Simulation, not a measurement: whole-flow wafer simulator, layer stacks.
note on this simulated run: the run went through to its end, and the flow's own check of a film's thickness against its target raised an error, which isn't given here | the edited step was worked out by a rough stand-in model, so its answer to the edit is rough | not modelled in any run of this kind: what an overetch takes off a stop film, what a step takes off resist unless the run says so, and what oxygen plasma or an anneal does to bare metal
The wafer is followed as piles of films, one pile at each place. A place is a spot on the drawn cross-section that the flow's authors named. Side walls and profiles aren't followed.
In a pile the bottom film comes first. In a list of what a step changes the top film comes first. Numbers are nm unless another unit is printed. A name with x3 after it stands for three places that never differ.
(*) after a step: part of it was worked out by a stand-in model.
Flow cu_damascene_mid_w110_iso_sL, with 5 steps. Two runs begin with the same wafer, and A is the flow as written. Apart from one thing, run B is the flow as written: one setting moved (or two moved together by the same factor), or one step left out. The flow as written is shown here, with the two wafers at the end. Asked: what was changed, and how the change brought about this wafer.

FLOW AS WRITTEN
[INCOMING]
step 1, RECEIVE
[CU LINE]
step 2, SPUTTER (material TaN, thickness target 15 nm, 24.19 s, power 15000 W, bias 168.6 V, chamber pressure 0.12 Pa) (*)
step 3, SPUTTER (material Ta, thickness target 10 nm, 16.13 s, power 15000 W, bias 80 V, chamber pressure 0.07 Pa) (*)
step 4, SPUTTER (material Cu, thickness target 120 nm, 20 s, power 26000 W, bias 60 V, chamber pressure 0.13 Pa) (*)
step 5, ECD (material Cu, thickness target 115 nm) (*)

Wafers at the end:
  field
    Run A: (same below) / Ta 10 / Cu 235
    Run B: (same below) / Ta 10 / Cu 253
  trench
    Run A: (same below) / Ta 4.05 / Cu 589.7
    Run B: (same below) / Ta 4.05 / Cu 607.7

Cause: step 4, SPUTTER: thickness target 138 nm was run, while the flow as written has thickness target 120 nm; step 4, SPUTTER: 23 s was run, where the flow has 20 s.

How this came from the change, step by step:
  step 4, SPUTTER (material Cu, thickness target 120 nm, 20 s, power 26000 W, bias 60 V, chamber pressure 0.13 Pa) (*)
      field: A +120 Cu (new film) | B +138 Cu (new film)
      trench: A +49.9 Cu (new film) | B +57.4 Cu (new film)
